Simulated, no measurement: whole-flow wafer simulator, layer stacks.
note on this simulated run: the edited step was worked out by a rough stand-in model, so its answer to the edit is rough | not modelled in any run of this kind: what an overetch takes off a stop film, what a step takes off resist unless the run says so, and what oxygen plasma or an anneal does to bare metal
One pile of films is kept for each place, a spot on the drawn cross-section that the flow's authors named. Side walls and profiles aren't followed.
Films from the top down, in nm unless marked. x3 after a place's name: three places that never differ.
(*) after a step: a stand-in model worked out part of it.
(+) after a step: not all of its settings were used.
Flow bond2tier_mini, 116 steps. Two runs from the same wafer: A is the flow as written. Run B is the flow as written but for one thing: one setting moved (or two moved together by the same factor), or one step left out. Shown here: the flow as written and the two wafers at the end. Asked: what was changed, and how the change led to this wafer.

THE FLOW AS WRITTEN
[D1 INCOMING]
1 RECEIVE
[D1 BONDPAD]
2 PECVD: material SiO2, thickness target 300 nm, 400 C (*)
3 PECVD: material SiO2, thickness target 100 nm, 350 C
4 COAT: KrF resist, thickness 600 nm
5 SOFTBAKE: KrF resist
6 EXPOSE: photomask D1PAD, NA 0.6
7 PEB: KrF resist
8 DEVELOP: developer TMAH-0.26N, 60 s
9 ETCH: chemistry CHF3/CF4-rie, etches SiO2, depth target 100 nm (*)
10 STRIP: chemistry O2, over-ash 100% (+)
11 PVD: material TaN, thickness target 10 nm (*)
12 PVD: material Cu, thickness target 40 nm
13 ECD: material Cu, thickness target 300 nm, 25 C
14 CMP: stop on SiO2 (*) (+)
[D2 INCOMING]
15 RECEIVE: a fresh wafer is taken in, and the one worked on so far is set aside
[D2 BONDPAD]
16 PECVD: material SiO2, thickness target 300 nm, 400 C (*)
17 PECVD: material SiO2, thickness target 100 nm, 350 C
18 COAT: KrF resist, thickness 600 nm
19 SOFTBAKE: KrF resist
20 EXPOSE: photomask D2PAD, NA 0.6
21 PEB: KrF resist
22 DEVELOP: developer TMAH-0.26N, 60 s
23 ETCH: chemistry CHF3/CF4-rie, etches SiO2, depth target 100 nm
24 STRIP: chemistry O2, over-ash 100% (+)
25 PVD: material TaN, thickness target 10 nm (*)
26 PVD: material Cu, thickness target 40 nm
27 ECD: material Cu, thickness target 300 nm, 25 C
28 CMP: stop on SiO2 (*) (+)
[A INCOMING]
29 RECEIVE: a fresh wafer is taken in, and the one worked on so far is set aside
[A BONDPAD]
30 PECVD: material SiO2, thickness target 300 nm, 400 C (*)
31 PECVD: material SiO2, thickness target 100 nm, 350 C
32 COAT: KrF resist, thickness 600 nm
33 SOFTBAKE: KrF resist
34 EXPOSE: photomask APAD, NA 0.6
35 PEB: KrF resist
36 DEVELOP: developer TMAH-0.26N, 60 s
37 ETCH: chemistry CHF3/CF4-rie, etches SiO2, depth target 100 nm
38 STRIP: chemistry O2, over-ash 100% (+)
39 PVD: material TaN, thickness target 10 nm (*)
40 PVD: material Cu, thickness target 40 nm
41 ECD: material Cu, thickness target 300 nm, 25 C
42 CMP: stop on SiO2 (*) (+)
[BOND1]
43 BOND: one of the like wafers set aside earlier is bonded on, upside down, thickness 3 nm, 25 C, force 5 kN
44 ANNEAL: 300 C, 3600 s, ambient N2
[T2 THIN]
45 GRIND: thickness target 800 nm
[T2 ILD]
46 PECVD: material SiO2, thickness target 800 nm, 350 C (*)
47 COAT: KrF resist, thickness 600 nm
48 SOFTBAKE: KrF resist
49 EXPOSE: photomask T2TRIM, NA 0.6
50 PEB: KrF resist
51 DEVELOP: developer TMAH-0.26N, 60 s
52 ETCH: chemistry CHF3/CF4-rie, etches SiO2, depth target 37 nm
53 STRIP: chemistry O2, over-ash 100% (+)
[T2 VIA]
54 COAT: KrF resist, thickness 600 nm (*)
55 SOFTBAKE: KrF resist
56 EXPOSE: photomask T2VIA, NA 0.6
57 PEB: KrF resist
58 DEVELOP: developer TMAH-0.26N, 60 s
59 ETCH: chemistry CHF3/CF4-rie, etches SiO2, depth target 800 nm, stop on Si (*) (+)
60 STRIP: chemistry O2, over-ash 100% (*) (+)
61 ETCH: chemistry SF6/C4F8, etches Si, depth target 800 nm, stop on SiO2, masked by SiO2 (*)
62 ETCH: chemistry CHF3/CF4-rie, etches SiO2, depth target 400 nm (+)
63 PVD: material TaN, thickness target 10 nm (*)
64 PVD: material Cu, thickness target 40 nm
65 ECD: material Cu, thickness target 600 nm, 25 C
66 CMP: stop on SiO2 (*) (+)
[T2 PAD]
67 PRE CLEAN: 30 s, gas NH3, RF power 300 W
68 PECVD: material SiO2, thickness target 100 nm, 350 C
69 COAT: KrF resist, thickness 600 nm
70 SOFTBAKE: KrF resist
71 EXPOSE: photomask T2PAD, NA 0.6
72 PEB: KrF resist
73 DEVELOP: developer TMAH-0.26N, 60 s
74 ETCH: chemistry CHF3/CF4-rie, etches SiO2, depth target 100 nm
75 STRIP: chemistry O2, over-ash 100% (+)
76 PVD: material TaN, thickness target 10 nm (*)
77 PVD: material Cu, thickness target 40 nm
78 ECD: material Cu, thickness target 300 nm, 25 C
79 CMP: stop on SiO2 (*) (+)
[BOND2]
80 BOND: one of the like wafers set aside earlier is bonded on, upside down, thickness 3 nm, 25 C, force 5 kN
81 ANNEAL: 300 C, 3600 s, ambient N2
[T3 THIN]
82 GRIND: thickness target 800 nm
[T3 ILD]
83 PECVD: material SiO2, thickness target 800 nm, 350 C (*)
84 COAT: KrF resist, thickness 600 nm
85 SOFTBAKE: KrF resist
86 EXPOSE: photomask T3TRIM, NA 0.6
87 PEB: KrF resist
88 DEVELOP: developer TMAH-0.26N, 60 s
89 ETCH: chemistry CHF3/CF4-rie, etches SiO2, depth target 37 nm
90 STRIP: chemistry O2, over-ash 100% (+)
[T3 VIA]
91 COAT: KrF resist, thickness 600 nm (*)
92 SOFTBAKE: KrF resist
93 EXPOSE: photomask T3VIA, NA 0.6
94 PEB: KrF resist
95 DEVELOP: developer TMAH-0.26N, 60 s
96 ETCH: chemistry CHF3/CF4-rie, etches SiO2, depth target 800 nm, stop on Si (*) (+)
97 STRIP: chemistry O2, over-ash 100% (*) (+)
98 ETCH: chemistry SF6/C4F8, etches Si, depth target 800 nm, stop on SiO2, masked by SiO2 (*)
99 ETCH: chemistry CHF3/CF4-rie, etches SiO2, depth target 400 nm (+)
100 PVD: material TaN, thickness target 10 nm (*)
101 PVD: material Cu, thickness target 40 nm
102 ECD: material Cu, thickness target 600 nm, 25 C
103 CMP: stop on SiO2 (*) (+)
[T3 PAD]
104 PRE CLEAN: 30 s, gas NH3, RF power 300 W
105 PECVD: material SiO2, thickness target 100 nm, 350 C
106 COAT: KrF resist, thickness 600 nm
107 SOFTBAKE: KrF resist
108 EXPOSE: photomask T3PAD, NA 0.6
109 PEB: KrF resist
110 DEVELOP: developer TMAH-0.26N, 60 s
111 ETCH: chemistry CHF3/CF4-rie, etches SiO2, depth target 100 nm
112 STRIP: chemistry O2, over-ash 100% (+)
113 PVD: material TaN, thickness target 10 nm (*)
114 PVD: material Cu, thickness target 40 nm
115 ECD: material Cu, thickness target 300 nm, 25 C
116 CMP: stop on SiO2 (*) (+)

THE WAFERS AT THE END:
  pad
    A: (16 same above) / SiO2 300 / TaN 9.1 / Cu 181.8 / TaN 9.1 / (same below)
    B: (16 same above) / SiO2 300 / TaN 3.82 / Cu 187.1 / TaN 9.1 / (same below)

The cause: step 11, PVD: thickness target 4.2 nm was run, where the flow has thickness target 10 nm.

How the change led to this, step by step:
  11 PVD: material TaN, thickness target 10 nm (*)
      field: A TaN +10 (new film) | B TaN +4.2 (new film)
      pad: A TaN +9.1 (new film) | B TaN +3.82 (new film)
      (and at 1 more place)
  14 CMP: stop on SiO2 (*) (+)
      field: A Cu -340 (all of it), TaN -10 (all of it) | B Cu -340 (all of it), TaN -4.2 (all of it)
  43 BOND: one of the like wafers set aside earlier is bonded on, upside down, thickness 3 nm, 25 C, force 5 kN
      pad: A Si +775 um (new film), chemical SiO2 +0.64 (new film), SiO2 +300 (new film), TaN +9.1 (new film), Cu +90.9 | B Si +775 um (new film), chemical SiO2 +0.64 (new film), SiO2 +300 (new film), TaN +3.82 (new film), Cu +96.2
      via: A Si +775 um (new film), chemical SiO2 +0.64 (new film), SiO2 +300 (new film), TaN +9.97 (new film), Cu +90 | B Si +775 um (new film), chemical SiO2 +0.64 (new film), SiO2 +300 (new film), TaN +4.19 (new film), Cu +95.8
